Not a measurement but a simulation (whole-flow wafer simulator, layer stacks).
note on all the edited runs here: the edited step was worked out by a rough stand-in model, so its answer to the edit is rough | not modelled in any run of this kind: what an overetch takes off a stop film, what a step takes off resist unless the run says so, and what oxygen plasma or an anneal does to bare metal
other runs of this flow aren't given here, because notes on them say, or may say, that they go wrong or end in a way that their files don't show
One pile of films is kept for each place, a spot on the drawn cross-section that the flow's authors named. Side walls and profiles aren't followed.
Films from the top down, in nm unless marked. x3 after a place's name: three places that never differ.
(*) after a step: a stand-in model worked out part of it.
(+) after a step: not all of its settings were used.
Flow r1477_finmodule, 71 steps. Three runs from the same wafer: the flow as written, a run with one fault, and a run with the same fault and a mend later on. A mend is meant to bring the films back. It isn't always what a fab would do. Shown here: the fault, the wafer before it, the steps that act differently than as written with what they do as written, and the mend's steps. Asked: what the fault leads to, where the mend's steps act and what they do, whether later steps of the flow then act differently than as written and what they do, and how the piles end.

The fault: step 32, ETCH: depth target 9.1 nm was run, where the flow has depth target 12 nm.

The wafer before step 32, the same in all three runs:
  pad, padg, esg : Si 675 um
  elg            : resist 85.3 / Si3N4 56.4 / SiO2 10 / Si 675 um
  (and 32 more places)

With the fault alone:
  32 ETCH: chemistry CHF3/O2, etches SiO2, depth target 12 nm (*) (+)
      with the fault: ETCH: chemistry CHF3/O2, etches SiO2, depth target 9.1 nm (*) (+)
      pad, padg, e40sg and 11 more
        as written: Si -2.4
        with the fault: Si -1.82
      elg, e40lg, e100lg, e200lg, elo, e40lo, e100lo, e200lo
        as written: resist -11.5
        with the fault: resist -8.72
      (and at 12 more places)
  Later steps of the flow that act differently than as written (4 more steps differ only slightly, by at most 2% or 0.5 nm, whichever is larger, and aren't shown):
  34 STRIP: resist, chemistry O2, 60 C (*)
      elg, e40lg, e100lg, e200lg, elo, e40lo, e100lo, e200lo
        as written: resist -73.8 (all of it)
        with the fault: resist -76.5 (all of it)
  At the end the piles differ from the flow's only slightly at the places that both follow, by at most 2% or 0.5 nm, whichever is larger.

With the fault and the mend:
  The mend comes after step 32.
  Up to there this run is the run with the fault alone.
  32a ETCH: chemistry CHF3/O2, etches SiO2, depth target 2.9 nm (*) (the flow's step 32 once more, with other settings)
      pad, padg, e40sg and 11 more
        Si -0.58
      elg, e40lg, e100lg, e200lg, elo, e40lo, e100lo, e200lo
        resist -2.78
      s40sg_line, s45sg_line, s50sg_line, s40so_line, s45so_line, s50so_line
        SiO2 -2.9
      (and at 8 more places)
  No later step of the flow acts differently than as written, at any place that is followed, by more than 2% or 0.5 nm, whichever is larger.
  At the end the piles differ from the flow's only slightly at the places that both follow, by at most 2% or 0.5 nm, whichever is larger.
